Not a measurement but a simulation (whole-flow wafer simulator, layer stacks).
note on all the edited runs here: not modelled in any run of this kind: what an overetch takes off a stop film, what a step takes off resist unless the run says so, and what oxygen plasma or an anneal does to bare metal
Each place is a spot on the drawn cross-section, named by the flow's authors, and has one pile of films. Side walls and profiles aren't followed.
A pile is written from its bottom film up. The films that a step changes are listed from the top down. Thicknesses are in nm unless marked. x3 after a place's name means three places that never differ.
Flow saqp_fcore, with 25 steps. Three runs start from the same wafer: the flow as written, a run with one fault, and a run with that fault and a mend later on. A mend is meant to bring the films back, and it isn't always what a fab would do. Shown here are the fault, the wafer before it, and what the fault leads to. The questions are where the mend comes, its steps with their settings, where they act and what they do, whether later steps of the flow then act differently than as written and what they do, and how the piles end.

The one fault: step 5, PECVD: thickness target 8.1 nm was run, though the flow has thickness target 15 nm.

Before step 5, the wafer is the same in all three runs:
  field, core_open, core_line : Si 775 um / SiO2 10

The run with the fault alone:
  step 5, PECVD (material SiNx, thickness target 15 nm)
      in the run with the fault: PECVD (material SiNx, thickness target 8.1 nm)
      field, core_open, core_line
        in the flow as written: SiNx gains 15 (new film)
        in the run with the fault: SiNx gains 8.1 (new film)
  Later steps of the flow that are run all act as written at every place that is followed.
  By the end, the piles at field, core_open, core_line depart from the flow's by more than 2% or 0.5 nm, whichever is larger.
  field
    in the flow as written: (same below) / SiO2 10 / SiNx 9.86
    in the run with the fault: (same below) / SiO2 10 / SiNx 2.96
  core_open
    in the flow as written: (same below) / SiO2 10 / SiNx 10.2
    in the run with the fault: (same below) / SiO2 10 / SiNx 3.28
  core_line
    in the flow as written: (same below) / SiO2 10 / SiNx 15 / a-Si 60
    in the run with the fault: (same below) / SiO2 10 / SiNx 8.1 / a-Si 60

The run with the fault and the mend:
  The mend follows step 5.
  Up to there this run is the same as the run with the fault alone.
  step 5a, ETCH (chemistry h3po4, depth target 9.315 nm)
      field, core_open, core_line
        SiNx loses 8.1 (all of it)
  step 5b, PECVD (material SiNx, thickness target 15 nm) (the flow's step 5 again)
      field, core_open, core_line
        SiNx gains 15 (new film)
  Later steps of the flow that are run all act as written at every place that is followed.
  By the end, the piles equal the flow's at every place that both follow.
